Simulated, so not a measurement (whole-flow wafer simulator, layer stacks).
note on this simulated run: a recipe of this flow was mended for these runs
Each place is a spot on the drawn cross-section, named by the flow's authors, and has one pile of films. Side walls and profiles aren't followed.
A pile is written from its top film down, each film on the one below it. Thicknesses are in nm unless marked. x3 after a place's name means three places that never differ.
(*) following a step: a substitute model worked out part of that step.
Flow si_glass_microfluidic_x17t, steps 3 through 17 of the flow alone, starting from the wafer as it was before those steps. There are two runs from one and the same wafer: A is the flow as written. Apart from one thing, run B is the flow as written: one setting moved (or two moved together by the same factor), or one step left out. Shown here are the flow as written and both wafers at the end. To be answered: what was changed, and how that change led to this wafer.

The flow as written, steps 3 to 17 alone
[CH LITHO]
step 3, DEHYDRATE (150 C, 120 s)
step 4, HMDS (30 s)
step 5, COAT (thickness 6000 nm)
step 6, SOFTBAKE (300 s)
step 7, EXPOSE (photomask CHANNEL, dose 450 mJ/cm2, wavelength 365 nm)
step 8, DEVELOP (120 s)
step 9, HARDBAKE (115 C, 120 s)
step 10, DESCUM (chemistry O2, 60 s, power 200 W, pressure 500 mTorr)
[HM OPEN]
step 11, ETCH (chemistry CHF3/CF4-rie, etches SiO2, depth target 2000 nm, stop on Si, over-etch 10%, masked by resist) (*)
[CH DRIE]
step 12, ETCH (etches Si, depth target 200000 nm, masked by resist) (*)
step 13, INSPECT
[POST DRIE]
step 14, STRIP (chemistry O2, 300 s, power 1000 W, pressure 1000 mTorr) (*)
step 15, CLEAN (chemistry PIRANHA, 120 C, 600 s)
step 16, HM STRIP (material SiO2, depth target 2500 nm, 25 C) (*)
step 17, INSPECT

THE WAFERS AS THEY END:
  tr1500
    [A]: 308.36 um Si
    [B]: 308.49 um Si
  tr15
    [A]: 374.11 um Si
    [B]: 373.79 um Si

Cause: step 5, COAT: thickness 5100 nm was run, while the flow as written has thickness 6000 nm.

Step by step, how the change led to this:
  step 5, COAT (thickness 6000 nm)
      land, tr110, tr1500, tr15: A thick-i-line-resist gains 6000 (new film) | B thick-i-line-resist gains 5100 (new film)
  step 8, DEVELOP (120 s)
      tr110, tr1500, tr15: A thick-i-line-resist loses 6000 (all of it) | B thick-i-line-resist loses 5100 (all of it)
  step 9, HARDBAKE (115 C, 120 s)
      land: A thick-i-line-resist loses 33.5 | B thick-i-line-resist loses 26.5
  step 12, ETCH (etches Si, depth target 200000 nm, masked by resist) (*)
      tr1500: A Si loses 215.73 um | B Si loses 215.6 um
      tr15: A Si loses 149.99 um | B Si loses 150.31 um
  step 14, STRIP (chemistry O2, 300 s, power 1000 W, pressure 1000 mTorr) (*)
      land: A thick-i-line-resist loses 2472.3 (all of it) | B thick-i-line-resist loses 1580.9 (all of it)
